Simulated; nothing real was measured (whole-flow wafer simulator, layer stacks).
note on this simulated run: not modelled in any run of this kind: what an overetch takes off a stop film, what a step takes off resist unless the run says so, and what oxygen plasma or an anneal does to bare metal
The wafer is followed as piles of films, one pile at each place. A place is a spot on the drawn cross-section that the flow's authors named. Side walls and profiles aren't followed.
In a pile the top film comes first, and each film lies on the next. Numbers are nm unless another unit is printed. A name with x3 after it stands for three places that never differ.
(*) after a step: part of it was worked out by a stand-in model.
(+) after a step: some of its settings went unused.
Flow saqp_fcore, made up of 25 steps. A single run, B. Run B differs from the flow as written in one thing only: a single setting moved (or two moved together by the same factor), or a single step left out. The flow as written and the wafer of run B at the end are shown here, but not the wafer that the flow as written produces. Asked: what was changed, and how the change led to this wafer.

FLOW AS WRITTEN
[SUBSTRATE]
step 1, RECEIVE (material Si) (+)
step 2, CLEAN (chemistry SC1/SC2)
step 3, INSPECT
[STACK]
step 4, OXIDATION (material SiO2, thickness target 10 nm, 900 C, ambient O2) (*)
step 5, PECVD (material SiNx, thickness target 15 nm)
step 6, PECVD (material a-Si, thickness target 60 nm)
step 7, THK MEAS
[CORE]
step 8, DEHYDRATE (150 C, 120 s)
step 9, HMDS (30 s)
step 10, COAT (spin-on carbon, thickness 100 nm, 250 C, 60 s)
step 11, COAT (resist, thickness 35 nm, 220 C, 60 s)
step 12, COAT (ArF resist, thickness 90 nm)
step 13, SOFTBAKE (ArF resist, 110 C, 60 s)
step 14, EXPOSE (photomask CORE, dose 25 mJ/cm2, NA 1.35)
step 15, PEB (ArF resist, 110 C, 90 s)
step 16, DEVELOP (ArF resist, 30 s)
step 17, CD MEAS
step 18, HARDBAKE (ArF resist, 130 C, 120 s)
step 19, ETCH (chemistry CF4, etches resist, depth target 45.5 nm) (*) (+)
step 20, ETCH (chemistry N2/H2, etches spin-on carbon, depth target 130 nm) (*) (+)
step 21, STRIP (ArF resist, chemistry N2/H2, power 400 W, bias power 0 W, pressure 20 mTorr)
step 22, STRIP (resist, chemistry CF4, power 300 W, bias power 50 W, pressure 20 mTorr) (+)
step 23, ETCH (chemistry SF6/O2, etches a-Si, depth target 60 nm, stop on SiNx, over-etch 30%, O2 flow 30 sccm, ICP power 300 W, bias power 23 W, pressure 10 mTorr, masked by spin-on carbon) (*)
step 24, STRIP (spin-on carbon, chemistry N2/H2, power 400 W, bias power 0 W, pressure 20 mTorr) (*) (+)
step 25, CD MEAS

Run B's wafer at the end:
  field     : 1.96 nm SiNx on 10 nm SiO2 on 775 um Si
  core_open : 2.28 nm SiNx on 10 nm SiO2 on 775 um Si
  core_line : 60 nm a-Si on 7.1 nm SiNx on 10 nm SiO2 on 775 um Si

Cause: step 5, PECVD: thickness target 7.1 nm was run, though the flow has thickness target 15 nm.
One can read it off the wafer: core_line has SiNx 7.1, and step 5 as written asks for 15 nm.

Step by step, how the change led to this:
  step 5, PECVD (material SiNx, thickness target 15 nm)
      field, core_open, core_line: +7.1 SiNx (new film) (as written it would have been: +15 SiNx (new film))
